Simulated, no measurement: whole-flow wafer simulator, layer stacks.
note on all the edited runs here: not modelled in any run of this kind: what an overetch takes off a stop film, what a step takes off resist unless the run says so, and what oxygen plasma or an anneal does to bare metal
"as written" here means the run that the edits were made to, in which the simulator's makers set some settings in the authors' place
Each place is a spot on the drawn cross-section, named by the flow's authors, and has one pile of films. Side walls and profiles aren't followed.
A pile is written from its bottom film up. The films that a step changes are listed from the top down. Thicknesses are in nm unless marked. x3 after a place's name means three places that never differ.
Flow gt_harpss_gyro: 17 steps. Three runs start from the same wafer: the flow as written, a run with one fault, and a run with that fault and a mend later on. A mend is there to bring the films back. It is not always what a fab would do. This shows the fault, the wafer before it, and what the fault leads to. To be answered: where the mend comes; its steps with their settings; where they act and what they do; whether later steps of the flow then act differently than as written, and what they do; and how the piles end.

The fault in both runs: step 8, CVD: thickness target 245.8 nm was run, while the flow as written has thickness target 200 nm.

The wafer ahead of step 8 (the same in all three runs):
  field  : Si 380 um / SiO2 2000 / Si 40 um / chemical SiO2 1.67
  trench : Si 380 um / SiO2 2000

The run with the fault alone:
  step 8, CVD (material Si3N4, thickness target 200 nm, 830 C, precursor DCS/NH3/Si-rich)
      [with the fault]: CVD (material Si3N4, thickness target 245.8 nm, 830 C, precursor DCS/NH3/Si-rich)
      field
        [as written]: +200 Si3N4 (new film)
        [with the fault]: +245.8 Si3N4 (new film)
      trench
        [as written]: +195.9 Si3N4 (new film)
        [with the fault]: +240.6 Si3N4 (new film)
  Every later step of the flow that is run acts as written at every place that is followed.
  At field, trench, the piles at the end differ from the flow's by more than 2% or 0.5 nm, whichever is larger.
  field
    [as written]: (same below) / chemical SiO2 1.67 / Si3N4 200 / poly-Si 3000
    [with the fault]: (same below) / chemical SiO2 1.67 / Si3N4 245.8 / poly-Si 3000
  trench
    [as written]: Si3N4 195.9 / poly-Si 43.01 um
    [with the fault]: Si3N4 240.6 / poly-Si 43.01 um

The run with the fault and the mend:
  After step 8 comes the mend.
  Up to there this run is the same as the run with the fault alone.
  step 8a, ETCH (chemistry h3po4, depth target 45.79 nm)
      field, trench
        -45.8 Si3N4
  Every later step of the flow that is run acts as written at every place that is followed.
  At the end the piles are close to the flow's at the places that both follow, differing by at most 2% or 0.5 nm, whichever is larger.
